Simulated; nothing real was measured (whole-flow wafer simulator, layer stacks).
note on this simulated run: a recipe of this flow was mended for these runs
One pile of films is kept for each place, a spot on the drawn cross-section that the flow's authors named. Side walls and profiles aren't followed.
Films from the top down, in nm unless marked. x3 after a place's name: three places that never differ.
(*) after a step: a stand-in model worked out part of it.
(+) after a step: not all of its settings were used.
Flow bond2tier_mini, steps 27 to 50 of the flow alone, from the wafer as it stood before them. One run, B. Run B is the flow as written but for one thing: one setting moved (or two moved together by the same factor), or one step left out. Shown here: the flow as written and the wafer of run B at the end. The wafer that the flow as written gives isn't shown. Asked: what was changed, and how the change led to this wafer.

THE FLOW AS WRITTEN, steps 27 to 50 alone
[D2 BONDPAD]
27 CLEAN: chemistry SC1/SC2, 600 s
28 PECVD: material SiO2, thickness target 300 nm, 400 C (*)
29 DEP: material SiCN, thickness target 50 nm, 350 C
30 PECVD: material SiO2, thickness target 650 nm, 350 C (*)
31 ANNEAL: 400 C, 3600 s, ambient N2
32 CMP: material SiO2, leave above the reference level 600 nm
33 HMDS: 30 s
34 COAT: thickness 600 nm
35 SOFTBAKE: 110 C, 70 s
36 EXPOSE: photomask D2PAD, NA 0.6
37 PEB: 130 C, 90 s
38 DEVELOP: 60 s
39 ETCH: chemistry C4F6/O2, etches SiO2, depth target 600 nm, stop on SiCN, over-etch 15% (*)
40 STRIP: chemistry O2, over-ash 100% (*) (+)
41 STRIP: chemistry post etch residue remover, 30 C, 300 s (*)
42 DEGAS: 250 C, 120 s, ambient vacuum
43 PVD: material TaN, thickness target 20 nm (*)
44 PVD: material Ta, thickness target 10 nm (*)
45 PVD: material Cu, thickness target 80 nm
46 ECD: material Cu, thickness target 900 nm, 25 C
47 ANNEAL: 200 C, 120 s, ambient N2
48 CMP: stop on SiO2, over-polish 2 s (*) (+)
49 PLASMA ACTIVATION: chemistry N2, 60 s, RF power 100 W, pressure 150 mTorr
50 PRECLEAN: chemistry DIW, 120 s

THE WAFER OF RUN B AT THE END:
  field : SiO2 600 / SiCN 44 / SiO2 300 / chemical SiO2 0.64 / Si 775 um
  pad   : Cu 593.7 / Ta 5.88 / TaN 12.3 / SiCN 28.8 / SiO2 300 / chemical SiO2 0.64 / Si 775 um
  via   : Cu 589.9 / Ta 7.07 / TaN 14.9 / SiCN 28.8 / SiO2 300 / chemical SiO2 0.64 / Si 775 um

The cause: step 29, DEP: thickness target 44 nm was run, where the flow has thickness target 50 nm.
It can be read off the wafer: field has SiCN 44, and step 29 as written asks for 50 nm.

How the change led to this, step by step:
  29 DEP: material SiCN, thickness target 50 nm, 350 C
      field, pad, via: SiCN +44 (new film) (as written it would be: SiCN +50 (new film))
